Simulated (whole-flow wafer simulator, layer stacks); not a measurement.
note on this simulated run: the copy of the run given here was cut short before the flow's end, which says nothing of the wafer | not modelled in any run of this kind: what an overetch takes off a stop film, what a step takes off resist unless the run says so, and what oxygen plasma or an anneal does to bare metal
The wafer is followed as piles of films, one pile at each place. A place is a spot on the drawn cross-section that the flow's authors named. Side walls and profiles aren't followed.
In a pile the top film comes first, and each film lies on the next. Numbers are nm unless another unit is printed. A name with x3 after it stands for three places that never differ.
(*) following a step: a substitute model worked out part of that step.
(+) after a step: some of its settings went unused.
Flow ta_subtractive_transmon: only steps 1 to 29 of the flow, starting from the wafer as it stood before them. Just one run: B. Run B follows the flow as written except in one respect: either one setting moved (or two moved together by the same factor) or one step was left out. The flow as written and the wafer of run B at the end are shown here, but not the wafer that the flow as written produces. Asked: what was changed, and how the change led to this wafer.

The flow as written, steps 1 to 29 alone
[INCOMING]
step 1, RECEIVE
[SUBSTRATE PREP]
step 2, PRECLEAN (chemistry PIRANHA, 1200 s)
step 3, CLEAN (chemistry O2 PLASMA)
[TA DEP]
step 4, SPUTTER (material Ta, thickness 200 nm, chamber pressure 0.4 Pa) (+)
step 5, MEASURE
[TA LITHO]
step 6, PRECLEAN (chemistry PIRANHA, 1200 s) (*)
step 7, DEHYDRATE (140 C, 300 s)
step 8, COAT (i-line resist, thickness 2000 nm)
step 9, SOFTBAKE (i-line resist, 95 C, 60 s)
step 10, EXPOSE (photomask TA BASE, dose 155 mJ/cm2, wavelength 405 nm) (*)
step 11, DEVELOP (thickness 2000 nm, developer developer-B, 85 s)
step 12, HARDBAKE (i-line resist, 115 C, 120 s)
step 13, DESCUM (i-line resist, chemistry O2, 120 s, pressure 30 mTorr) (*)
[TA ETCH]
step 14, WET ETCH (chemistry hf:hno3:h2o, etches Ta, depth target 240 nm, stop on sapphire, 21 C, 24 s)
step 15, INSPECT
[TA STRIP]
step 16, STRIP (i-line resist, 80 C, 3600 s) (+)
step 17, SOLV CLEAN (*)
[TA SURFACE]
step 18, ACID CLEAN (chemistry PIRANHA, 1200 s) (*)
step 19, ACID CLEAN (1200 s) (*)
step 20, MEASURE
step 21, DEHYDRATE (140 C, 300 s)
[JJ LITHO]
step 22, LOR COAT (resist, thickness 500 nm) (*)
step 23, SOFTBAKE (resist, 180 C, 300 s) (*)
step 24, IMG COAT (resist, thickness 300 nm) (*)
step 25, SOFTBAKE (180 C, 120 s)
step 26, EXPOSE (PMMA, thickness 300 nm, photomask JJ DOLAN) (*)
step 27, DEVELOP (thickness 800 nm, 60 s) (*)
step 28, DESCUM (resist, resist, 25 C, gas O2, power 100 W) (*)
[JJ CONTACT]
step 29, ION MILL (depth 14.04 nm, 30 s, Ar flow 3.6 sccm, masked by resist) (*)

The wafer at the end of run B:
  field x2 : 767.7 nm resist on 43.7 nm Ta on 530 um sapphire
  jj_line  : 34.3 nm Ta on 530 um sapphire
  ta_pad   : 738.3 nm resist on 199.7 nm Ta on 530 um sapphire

The reason: step 14, WET ETCH: depth target 156 nm was run, whereas the flow has depth target 240 nm; step 14, WET ETCH: 15.6 s was run, where the flow has 24 s.

The path from the change to this, step by step:
  step 14, WET ETCH (chemistry hf:hno3:h2o, etches Ta, depth target 240 nm, stop on sapphire, 21 C, 24 s)
      field x2, jj_line, lead: Ta loses 156 (it would be, as written: Ta loses 200 (all of it))
  step 22, LOR COAT (resist, thickness 500 nm) (*)
      lead: resist gains 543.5 (new film) (it would be, as written: resist gains 554.8 (new film))
      ta_contact: resist gains 455.2 (new film) (it would be, as written: resist gains 443.8 (new film))
  step 29, ION MILL (depth 14.04 nm, 30 s, Ar flow 3.6 sccm, masked by resist) (*)
      jj_line, lead: Ta loses 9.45 (it would be, as written: sapphire loses 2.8)
If metal films that touch count as one body, field x2 has 1 body; the flow as written gives 0 bodies.
If metal films that touch count as one body, jj_line has 1 body; the flow as written gives 0 bodies.
